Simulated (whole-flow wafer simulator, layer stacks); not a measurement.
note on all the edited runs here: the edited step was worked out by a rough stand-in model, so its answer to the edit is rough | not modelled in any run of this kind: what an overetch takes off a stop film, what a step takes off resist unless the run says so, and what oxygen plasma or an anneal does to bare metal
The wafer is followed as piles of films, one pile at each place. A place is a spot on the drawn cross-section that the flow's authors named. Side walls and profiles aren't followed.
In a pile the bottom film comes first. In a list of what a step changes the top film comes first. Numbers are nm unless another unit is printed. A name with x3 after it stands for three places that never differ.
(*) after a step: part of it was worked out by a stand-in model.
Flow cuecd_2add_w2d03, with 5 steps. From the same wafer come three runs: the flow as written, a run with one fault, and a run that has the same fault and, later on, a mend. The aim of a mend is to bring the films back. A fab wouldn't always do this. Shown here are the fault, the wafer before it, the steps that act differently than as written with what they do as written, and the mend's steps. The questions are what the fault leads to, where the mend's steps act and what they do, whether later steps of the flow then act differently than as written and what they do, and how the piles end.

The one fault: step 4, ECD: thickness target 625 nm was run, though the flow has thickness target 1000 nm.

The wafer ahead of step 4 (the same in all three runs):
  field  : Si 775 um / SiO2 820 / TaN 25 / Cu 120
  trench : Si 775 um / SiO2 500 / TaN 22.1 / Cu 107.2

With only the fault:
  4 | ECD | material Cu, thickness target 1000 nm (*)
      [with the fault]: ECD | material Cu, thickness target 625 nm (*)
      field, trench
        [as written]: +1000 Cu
        [with the fault]: +625 Cu
  None of the later steps of the flow acts differently than as written at any place that is followed.
  At field, trench, the piles at the end differ from the flow's by more than 2% or 0.5 nm, whichever is larger.
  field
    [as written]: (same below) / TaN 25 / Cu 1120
    [with the fault]: (same below) / TaN 25 / Cu 745
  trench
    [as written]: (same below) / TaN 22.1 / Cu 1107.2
    [with the fault]: (same below) / TaN 22.1 / Cu 732.2

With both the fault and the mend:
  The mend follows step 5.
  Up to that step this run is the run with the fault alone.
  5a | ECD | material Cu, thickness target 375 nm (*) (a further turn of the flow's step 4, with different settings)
      field, trench
        +375 Cu
  None of the later steps of the flow acts differently than as written at any place that is followed.
  By the end, the piles equal the flow's at every place that both follow.
